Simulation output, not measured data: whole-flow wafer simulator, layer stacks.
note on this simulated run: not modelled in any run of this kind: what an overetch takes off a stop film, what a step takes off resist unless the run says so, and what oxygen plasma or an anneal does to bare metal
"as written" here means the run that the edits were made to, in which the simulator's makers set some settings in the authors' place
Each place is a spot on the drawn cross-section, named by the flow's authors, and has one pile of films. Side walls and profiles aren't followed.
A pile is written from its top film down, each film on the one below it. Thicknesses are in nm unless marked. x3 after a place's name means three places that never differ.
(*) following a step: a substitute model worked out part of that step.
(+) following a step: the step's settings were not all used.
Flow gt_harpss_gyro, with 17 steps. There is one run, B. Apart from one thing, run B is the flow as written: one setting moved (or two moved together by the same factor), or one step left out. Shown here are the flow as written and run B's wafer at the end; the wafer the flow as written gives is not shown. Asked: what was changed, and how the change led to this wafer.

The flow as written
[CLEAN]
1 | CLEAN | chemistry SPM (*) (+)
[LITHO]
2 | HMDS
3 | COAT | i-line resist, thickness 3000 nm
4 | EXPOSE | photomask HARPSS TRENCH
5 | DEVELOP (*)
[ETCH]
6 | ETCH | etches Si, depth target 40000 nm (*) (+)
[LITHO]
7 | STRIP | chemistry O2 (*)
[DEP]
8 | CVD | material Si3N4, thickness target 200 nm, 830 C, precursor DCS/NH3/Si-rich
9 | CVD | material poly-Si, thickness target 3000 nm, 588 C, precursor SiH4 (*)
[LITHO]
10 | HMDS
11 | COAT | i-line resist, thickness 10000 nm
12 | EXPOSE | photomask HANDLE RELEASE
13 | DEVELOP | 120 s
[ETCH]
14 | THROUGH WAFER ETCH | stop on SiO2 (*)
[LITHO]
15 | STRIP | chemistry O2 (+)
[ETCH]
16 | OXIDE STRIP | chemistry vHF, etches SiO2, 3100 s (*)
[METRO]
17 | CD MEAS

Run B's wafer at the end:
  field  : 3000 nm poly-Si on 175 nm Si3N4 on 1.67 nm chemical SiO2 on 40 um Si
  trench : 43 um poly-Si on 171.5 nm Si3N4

The reason: step 8, CVD: thickness target 175 nm was run, whereas the flow has thickness target 200 nm.
The wafer lets one read it off: field has Si3N4 175, and step 8 as written asks for 200 nm.

The path from the change to this, step by step:
  8 | CVD | material Si3N4, thickness target 200 nm, 830 C, precursor DCS/NH3/Si-rich
      field: Si3N4 gains 175 (new film) (as written it would have been: Si3N4 gains 200 (new film))
      trench: Si3N4 gains 171.5 (new film) (as written it would have been: Si3N4 gains 195.9 (new film))
  9 | CVD | material poly-Si, thickness target 3000 nm, 588 C, precursor SiH4 (*)
      trench: poly-Si gains 43 um (new film) (as written it would have been: poly-Si gains 43.01 um (new film))
